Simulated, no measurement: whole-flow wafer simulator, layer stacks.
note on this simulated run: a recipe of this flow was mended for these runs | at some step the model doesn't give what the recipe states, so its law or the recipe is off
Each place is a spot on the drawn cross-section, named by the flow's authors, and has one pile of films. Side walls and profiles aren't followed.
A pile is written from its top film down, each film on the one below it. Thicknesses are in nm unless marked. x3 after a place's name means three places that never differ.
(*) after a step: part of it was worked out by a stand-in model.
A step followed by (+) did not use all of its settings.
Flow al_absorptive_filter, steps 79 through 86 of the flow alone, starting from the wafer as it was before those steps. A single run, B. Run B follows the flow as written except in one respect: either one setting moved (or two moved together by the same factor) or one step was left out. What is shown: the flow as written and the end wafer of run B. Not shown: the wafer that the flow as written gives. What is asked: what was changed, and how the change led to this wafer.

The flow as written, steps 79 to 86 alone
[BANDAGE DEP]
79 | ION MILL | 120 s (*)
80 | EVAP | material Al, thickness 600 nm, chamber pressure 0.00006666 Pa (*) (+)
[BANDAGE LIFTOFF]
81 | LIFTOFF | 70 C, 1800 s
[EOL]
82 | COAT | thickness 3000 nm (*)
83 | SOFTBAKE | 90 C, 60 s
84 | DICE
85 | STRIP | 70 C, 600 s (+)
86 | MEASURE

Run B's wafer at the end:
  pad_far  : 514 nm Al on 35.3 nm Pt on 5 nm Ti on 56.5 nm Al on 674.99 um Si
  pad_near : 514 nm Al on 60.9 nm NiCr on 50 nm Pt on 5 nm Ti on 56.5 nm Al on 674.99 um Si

Cause: step 80, EVAP: thickness 514 nm was run, though the flow has thickness 600 nm.
The wafer itself shows it: pad_far has Al 514, and step 80 as written asks for 600 nm.

How this came from the change, step by step:
  80 | EVAP | material Al, thickness 600 nm, chamber pressure 0.00006666 Pa (*) (+)
      gnd, pad_far, pad_near and 11 more: Al gains 514 (new film) (in the flow as written it would be: Al gains 600 (new film))
  81 | LIFTOFF | 70 C, 1800 s
      xa_field, xl_land, idc_field: Al loses 514 (all of it), i-line-resist loses 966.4 (all of it), lift-off-underlayer loses 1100 (all of it), acrylic-e-beam-resist loses 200 (all of it) (in the flow as written it would be: Al loses 600 (all of it), i-line-resist loses 966.4 (all of it), lift-off-underlayer loses 1100 (all of it), acrylic-e-beam-resist loses 200 (all of it))
      gnd: Al loses 514 (all of it), i-line-resist loses 968.3 (all of it), lift-off-underlayer loses 1103.3 (all of it), acrylic-e-beam-resist loses 200.9 (all of it) (in the flow as written it would be: Al loses 600 (all of it), i-line-resist loses 968.3 (all of it), lift-off-underlayer loses 1103.3 (all of it), acrylic-e-beam-resist loses 200.9 (all of it))
      (also at 8 further places)
  82 | COAT | thickness 3000 nm (*)
      pad_far: i-line-resist gains 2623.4 (new film) (in the flow as written it would be: i-line-resist gains 2560.9 (new film))
      pad_near: i-line-resist gains 2543.9 (new film) (in the flow as written it would be: i-line-resist gains 2480.3 (new film))
  83 | SOFTBAKE | 90 C, 60 s
      gnd: i-line-resist gains 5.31 (in the flow as written it would be: i-line-resist gains 6.13)
      pad_far: i-line-resist loses 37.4 (in the flow as written it would be: i-line-resist loses 44.2)
      (also at 2 further places)
  85 | STRIP | 70 C, 600 s (+)
      pad_far: i-line-resist loses 2586 (all of it) (in the flow as written it would be: i-line-resist loses 2516.7 (all of it))
      pad_near: i-line-resist loses 2508.9 (all of it) (in the flow as written it would be: i-line-resist loses 2439.3 (all of it))
